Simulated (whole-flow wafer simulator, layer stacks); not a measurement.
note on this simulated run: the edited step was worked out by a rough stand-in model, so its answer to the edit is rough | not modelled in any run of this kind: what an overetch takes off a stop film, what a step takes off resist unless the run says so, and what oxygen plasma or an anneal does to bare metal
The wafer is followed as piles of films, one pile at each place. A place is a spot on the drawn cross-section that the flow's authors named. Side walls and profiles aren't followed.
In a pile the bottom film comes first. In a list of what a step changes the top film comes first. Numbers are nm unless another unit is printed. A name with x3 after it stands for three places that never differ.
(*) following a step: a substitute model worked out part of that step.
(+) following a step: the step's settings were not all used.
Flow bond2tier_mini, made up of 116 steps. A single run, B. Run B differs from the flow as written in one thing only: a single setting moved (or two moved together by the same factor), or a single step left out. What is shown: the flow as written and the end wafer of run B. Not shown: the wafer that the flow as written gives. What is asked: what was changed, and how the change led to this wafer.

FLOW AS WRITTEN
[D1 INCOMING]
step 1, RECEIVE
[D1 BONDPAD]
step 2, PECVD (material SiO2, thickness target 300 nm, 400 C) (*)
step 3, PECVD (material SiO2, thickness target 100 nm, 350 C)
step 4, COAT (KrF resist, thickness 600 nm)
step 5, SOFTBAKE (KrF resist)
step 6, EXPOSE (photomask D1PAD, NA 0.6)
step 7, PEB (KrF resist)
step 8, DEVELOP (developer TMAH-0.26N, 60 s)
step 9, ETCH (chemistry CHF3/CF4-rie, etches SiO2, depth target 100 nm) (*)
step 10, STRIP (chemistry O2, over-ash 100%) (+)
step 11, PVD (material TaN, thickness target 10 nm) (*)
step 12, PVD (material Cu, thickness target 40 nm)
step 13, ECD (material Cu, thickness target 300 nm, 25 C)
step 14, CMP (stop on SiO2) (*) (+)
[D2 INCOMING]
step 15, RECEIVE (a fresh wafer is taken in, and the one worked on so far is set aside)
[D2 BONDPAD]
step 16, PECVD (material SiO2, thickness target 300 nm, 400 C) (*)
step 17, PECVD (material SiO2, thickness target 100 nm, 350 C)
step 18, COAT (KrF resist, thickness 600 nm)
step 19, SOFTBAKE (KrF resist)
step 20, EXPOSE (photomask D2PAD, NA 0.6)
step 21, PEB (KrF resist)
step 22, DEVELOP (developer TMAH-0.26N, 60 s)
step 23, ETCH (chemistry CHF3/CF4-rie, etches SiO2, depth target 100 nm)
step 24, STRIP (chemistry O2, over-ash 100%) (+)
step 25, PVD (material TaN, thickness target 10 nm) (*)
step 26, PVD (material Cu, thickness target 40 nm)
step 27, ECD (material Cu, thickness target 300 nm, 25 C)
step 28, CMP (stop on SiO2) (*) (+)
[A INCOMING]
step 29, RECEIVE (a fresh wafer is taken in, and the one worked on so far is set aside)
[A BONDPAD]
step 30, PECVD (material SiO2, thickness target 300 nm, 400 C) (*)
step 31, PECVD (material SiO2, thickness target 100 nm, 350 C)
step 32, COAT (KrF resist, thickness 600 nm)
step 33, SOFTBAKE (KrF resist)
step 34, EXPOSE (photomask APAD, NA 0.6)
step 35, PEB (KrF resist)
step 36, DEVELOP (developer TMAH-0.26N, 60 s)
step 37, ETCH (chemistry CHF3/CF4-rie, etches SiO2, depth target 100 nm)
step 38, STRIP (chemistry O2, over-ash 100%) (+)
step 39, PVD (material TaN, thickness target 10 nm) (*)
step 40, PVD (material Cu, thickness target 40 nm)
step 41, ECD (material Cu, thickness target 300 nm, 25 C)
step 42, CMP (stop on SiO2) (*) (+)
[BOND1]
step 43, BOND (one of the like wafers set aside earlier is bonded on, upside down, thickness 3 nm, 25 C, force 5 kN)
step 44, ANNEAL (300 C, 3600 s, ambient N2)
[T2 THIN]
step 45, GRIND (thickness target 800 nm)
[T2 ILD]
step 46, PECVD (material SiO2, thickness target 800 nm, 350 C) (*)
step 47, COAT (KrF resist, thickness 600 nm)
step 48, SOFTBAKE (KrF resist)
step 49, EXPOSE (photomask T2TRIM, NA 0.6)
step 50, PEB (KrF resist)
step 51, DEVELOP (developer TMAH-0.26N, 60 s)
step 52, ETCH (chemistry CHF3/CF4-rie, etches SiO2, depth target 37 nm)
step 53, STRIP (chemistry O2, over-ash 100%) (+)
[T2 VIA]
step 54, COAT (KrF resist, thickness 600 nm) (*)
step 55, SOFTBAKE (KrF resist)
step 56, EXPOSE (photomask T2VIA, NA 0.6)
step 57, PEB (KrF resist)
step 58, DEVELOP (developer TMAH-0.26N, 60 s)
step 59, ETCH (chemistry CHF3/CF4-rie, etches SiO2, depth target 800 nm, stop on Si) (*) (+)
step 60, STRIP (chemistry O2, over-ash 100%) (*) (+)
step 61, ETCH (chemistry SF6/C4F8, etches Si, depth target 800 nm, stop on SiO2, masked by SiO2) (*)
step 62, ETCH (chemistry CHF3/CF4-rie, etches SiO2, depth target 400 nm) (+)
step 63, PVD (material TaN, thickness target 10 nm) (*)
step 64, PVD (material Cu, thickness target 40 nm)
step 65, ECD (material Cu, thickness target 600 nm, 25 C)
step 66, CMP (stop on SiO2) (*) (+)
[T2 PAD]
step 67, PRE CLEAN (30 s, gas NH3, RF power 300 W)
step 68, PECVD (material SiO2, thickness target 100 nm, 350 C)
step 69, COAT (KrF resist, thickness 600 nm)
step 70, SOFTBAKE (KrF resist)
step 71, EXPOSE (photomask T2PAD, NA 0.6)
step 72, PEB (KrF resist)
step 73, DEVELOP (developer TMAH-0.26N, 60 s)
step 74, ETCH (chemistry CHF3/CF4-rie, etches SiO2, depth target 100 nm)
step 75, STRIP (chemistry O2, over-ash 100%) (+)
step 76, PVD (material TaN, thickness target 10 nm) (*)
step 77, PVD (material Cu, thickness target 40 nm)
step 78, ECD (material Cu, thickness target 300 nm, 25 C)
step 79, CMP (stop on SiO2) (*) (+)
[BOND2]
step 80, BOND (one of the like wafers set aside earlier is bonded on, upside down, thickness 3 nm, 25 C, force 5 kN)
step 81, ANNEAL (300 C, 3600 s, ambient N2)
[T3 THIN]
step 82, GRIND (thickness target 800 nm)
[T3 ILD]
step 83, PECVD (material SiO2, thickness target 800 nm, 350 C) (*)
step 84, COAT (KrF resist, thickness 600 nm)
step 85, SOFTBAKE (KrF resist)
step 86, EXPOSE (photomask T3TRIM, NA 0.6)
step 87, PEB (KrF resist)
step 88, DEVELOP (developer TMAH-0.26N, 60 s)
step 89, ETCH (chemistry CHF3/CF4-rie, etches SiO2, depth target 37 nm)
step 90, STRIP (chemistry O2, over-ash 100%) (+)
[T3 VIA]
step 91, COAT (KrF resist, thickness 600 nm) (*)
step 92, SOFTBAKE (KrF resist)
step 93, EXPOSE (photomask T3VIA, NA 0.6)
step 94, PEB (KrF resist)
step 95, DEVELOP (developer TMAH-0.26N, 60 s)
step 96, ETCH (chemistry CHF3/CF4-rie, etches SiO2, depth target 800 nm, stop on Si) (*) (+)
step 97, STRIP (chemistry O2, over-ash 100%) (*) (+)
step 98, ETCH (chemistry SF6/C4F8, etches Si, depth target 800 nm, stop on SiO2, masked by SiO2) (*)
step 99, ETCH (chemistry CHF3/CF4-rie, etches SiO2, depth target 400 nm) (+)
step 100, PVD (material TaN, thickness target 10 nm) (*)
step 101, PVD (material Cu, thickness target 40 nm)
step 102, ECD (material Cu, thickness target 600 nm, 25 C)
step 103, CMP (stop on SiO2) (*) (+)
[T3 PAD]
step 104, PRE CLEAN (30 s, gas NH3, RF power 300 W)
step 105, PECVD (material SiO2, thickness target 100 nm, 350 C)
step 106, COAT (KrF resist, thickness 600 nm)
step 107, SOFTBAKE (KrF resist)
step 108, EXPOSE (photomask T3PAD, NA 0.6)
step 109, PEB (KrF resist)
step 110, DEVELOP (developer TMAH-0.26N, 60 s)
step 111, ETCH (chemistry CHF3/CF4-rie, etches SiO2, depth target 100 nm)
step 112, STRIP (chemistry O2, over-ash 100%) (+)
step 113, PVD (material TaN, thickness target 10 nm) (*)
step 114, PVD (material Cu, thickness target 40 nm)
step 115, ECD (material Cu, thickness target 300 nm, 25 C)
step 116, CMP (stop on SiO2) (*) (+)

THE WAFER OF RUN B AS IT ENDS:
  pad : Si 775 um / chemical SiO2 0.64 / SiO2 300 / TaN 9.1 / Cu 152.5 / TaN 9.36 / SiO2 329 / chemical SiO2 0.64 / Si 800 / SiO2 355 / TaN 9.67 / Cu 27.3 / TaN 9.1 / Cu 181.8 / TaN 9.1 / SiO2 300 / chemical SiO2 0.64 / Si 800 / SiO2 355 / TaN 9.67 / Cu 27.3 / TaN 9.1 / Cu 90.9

The reason: step 9, ETCH: depth target 71 nm was run, whereas the flow has depth target 100 nm.

The path from the change to this, step by step:
  step 9, ETCH (chemistry CHF3/CF4-rie, etches SiO2, depth target 100 nm) (*)
      pad, via: SiO2 loses 71 (as written it would have been: SiO2 loses 100)
      field: KrF resist loses 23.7 (as written it would have been: KrF resist loses 33.3)
  step 12, PVD (material Cu, thickness target 40 nm)
      pad: Cu gains 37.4 (new film) (as written it would have been: Cu gains 36.4 (new film))
  step 13, ECD (material Cu, thickness target 300 nm, 25 C)
      pad: Cu gains 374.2 (as written it would have been: Cu gains 404.5)
      via: Cu gains 371.1 (as written it would have been: Cu gains 400.2)
  step 43, BOND (one of the like wafers set aside earlier is bonded on, upside down, thickness 3 nm, 25 C, force 5 kN)
      pad: Si gains 775 um (new film), chemical SiO2 gains 0.64 (new film), SiO2 gains 329 (new film), TaN gains 9.36 (new film), Cu gains 61.6 (as written it would have been: Si gains 775 um (new film), chemical SiO2 gains 0.64 (new film), SiO2 gains 300 (new film), TaN gains 9.1 (new film), Cu gains 90.9)
      via: Si gains 775 um (new film), chemical SiO2 gains 0.64 (new film), SiO2 gains 329 (new film), TaN gains 9.99 (new film), Cu gains 61 (as written it would have been: Si gains 775 um (new film), chemical SiO2 gains 0.64 (new film), SiO2 gains 300 (new film), TaN gains 9.97 (new film), Cu gains 90)
